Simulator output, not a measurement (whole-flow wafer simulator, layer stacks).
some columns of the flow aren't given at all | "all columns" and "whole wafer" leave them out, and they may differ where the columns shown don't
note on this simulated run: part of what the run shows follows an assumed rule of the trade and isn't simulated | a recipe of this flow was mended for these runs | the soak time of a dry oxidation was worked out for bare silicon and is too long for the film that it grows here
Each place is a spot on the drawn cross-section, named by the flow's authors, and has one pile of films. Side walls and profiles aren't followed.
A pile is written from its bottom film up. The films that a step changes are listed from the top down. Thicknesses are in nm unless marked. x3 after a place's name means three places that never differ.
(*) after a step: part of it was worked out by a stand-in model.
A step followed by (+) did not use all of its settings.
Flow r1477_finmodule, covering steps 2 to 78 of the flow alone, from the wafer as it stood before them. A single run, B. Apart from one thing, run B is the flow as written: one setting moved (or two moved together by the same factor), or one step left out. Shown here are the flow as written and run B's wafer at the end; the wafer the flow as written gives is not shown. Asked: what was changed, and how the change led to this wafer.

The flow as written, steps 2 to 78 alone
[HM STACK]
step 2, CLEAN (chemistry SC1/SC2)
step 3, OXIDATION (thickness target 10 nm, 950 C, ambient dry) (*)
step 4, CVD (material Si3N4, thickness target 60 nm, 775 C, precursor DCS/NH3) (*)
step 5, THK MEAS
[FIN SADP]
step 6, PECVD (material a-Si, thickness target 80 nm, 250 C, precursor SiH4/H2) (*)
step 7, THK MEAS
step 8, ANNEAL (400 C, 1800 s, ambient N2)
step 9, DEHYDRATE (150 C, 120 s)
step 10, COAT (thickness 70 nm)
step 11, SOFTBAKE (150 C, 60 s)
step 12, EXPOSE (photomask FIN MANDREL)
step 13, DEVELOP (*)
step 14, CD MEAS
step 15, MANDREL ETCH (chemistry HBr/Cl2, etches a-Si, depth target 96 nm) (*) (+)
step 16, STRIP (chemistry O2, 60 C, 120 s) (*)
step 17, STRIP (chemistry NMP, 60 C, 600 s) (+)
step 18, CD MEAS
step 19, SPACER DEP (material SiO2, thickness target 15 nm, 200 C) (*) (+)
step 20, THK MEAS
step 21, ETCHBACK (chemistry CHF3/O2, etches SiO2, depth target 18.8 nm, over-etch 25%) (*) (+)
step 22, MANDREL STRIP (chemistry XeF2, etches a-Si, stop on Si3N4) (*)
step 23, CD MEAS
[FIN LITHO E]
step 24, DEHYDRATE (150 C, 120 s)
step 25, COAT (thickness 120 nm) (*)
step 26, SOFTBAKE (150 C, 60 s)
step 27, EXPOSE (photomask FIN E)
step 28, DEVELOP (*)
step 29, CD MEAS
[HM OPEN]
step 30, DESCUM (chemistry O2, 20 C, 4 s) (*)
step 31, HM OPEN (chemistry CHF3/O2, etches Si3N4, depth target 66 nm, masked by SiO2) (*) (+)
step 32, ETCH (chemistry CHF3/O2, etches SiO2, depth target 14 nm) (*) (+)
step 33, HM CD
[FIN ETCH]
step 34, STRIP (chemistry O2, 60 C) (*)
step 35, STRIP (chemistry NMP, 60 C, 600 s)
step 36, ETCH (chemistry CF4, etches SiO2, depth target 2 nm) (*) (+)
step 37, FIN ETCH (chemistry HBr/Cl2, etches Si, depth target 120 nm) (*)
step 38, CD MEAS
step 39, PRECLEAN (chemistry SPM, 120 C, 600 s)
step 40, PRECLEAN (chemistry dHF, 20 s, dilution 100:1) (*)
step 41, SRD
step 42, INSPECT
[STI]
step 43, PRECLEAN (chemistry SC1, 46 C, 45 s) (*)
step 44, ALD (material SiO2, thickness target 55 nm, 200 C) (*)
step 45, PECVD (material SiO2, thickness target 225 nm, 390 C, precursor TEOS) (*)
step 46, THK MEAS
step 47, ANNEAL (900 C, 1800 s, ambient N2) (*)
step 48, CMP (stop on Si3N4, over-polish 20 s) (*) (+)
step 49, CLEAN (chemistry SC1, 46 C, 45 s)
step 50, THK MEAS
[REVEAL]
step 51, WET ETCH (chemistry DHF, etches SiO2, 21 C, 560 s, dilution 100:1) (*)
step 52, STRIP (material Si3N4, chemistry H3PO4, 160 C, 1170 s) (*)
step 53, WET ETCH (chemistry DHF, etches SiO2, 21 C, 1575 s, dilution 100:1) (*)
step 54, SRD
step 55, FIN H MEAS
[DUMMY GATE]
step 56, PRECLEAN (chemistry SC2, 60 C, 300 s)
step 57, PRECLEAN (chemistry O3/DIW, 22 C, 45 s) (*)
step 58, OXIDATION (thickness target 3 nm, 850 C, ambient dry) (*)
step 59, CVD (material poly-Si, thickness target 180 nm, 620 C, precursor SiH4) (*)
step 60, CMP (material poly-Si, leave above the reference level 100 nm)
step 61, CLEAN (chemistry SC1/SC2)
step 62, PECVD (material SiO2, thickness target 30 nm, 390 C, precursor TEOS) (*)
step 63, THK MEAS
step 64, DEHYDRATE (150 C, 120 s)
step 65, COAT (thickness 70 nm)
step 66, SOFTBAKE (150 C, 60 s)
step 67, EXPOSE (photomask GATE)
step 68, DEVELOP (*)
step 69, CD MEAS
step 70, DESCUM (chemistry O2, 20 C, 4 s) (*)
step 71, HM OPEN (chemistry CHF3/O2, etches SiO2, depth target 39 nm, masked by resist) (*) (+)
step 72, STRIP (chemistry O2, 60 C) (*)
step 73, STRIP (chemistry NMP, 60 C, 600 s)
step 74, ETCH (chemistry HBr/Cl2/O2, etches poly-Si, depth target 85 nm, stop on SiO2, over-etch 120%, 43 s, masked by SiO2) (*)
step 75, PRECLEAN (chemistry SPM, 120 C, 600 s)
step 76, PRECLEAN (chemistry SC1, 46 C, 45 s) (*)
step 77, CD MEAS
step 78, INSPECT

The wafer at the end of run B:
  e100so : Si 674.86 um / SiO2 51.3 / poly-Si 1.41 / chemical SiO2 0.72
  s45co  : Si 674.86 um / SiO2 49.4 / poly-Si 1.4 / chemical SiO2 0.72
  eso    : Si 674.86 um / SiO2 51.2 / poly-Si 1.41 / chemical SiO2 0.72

What caused this: step 4, CVD: 702.6 C was run, though the flow has 775 C.

Step by step, how the change led to this:
  step 4, CVD (material Si3N4, thickness target 60 nm, 775 C, precursor DCS/NH3) (*)
      pad, padg, elg and 33 more: Si3N4 gains 15 (new film) (it would be, as written: Si3N4 gains 60 (new film))
  step 31, HM OPEN (chemistry CHF3/O2, etches Si3N4, depth target 66 nm, masked by SiO2) (*) (+)
      pad, padg, esg and 13 more: Si3N4 loses 9.14 (all of it), SiO2 loses 10 (all of it), Si loses 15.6 (it would be, as written: Si3N4 loses 54.1 (all of it), SiO2 loses 5.95)
      s40cg, s45cg, s50cg, s40co, s45co, s50co: Si3N4 loses 15 (all of it), SiO2 loses 10 (all of it), Si loses 13.7 (it would be, as written: Si3N4 loses 60 (all of it), SiO2 loses 3)
  step 32, ETCH (chemistry CHF3/O2, etches SiO2, depth target 14 nm) (*) (+)
      e100sg, s40sg, e100so, s40so: Si loses 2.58 (it would be, as written: SiO2 loses 4.05 (all of it), Si loses 1.99)
      pad, padg: Si loses 2.8 (it would be, as written: SiO2 loses 4.05 (all of it), Si loses 1.99)
      (also at 16 further places)
  step 37, FIN ETCH (chemistry HBr/Cl2, etches Si, depth target 120 nm) (*)
      elg, e40lg, e100lg, e200lg, elo, e40lo, e100lo, e200lo: Si3N4 loses 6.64 (all of it), SiO2 loses 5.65 (it would be, as written: Si3N4 loses 17.1)
  step 40, PRECLEAN (chemistry dHF, 20 s, dilution 100:1) (*)
      elg, e40lg, e100lg, e200lg, elo, e40lo, e100lo, e200lo: SiO2 loses 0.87 (it would be, as written: Si3N4 loses 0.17)
  step 44, ALD (material SiO2, thickness target 55 nm, 200 C) (*)
      elg, e40lg, e100lg, e200lg, elo, e40lo, e100lo, e200lo: SiO2 gains 55 (it would be, as written: SiO2 gains 55 (new film))
      s40sg, s45sg, s50sg, s40so, s45so, s50so: SiO2 gains 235 (new film) (it would be, as written: SiO2 gains 263.8 (new film))
      (also at 14 further places)
  step 48, CMP (stop on Si3N4, over-polish 20 s) (*) (+)
      pad, padg: SiO2 loses 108 (it would be, as written: SiO2 loses 79.4)
  step 51, WET ETCH (chemistry DHF, etches SiO2, 21 C, 560 s, dilution 100:1) (*)
      elg, e40lg, e100lg, e200lg, elo, e40lo, e100lo, e200lo: SiO2 loses 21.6 (all of it) (it would be, as written: SiO2 loses 22.3 (all of it), Si3N4 loses 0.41)
  step 52, STRIP (material Si3N4, chemistry H3PO4, 160 C, 1170 s) (*)
      elg, e40lg, e100lg, e200lg, elo, e40lo, e100lo, e200lo: chemical SiO2 gains 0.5 (new film), Si loses 0.22 (it would be, as written: Si3N4 loses 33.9 (all of it), SiO2 loses 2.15)
      s40sg_line, s45sg_line, s50sg_line, s40so_line, s45so_line, s50so_line: Si3N4 loses 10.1 (all of it), SiO2 loses 2.89 (it would be, as written: Si3N4 loses 55.1 (all of it), SiO2 loses 1.49)
  step 53, WET ETCH (chemistry DHF, etches SiO2, 21 C, 1575 s, dilution 100:1) (*)
      elg, e40lg, e100lg, e200lg, elo, e40lo, e100lo, e200lo: chemical SiO2 loses 0.5 (all of it) (it would be, as written: SiO2 loses 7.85 (all of it))
      s40sg_line, s45sg_line, s50sg_line, s40so_line, s45so_line, s50so_line: SiO2 loses 7.11 (all of it) (it would be, as written: SiO2 loses 8.51 (all of it))
  step 59, CVD (material poly-Si, thickness target 180 nm, 620 C, precursor SiH4) (*)
      s40cg, s40sg, s45cg and 9 more: poly-Si gains 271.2 (new film) (it would be, as written: poly-Si gains 226.3 (new film))
      esg, e40sg, e100sg, eso, e40so, e100so: poly-Si gains 271 (new film) (it would be, as written: poly-Si gains 226.3 (new film))
      (also at 2 further places)
  step 60, CMP (material poly-Si, leave above the reference level 100 nm)
      pad, padg: nothing (it would be, as written: poly-Si loses 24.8)
      e200sg, e200so: poly-Si loses 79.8 (it would be, as written: poly-Si loses 72.9)
  step 74, ETCH (chemistry HBr/Cl2/O2, etches poly-Si, depth target 85 nm, stop on SiO2, over-etch 120%, 43 s, masked by SiO2) (*)
      eso, e40so, e100so and 7 more: chemical SiO2 loses 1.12 (all of it), poly-Si loses 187 (it would be, as written: chemical SiO2 loses 1.12 (all of it), poly-Si loses 143.9 (all of it), SiO2 loses 0.22)
      pad: chemical SiO2 loses 1.12 (all of it), poly-Si loses 177.6 (all of it), SiO2 loses 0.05 (it would be, as written: chemical SiO2 loses 1.12 (all of it), poly-Si loses 152.8 (all of it), SiO2 loses 0.17)
  step 75, PRECLEAN (chemistry SPM, 120 C, 600 s)
      eso, e40so, e100so and 7 more: chemical SiO2 gains 0.8 (new film), poly-Si loses 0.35 (it would be, as written: nothing)
